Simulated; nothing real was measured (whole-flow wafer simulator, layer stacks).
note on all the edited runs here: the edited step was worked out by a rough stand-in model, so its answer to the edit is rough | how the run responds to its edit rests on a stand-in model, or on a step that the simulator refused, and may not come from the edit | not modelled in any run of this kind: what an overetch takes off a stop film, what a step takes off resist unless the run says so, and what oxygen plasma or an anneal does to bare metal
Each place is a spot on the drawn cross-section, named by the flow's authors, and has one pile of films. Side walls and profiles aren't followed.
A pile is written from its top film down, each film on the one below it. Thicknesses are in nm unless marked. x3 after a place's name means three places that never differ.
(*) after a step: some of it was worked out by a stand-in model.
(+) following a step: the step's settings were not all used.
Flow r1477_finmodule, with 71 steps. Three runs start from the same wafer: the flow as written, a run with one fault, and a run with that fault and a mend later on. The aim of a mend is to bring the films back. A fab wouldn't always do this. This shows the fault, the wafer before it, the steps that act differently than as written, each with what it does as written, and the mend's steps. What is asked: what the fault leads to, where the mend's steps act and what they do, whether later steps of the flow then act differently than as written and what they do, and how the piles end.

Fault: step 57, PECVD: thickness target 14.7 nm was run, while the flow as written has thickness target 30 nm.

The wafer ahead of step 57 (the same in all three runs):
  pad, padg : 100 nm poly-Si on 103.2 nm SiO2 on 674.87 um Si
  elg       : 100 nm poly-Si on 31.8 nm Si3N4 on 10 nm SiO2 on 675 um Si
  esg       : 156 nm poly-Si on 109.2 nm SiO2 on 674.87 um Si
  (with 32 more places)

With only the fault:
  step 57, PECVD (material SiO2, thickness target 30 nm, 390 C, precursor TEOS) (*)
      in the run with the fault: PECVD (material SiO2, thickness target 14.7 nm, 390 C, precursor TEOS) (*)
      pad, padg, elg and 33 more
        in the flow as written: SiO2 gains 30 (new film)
        in the run with the fault: SiO2 gains 14.7 (new film)
  Steps later in the flow that act otherwise than as written (3 more steps, not shown, differ only slightly: by at most 2% or 0.5 nm, whichever is larger):
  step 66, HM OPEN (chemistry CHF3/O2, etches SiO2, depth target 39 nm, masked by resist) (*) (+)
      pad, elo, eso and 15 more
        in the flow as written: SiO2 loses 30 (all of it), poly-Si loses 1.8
        in the run with the fault: SiO2 loses 14.7 (all of it), poly-Si loses 1.47
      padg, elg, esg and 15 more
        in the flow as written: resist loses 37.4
        in the run with the fault: resist loses 21.1
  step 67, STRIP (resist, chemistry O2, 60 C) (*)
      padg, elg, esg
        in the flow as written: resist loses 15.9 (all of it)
        in the run with the fault: resist loses 32.1 (all of it)
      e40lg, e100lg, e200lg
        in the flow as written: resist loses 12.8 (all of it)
        in the run with the fault: resist loses 29 (all of it)
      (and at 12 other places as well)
  By the end, the piles at padg, elg, esg and 15 more depart from the flow's by more than 2% or 0.5 nm, whichever is larger.
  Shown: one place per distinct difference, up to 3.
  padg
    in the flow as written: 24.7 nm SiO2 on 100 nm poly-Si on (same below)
    in the run with the fault: 9.4 nm SiO2 on 100 nm poly-Si on (same below)
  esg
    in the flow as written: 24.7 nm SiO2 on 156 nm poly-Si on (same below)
    in the run with the fault: 9.4 nm SiO2 on 156 nm poly-Si on (same below)
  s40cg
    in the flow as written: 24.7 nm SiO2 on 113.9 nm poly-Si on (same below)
    in the run with the fault: 9.4 nm SiO2 on 113.9 nm poly-Si on (same below)

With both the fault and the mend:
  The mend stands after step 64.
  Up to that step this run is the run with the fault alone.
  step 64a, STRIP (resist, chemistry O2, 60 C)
      padg, elg, esg
        resist loses 70 (all of it)
      e40lg, e100lg, e200lg
        resist loses 66.9 (all of it)
      s40sg, s45sg
        resist loses 91 (all of it)
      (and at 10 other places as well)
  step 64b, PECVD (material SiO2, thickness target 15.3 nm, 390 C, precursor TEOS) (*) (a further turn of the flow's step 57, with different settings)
      pad, padg, elg and 33 more
        SiO2 gains 15.3
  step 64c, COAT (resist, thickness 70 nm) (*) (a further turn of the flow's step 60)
      e40lg, e100lg, e200lg, elo, e40lo, e100lo, e200lo
        resist gains 66.9 (new film)
      pad, padg, elg, esg
        resist gains 70 (new film)
      s40sg, s45sg, s40so, s45so
        resist gains 91 (new film)
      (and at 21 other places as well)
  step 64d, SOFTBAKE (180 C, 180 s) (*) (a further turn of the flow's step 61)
      alters no film at any place that is followed
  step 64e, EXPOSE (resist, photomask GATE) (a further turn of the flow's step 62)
      alters no film at any place that is followed
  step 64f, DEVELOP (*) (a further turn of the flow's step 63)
      elo, e40lo, e100lo, e200lo
        resist loses 66.9 (all of it)
      eso, e40so
        resist loses 129.5 (all of it)
      s40so, s45so
        resist loses 91 (all of it)
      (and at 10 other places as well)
  Every later step of the flow that is run acts as written at every place that is followed.
  The piles end the same as the flow's at every place that both follow.
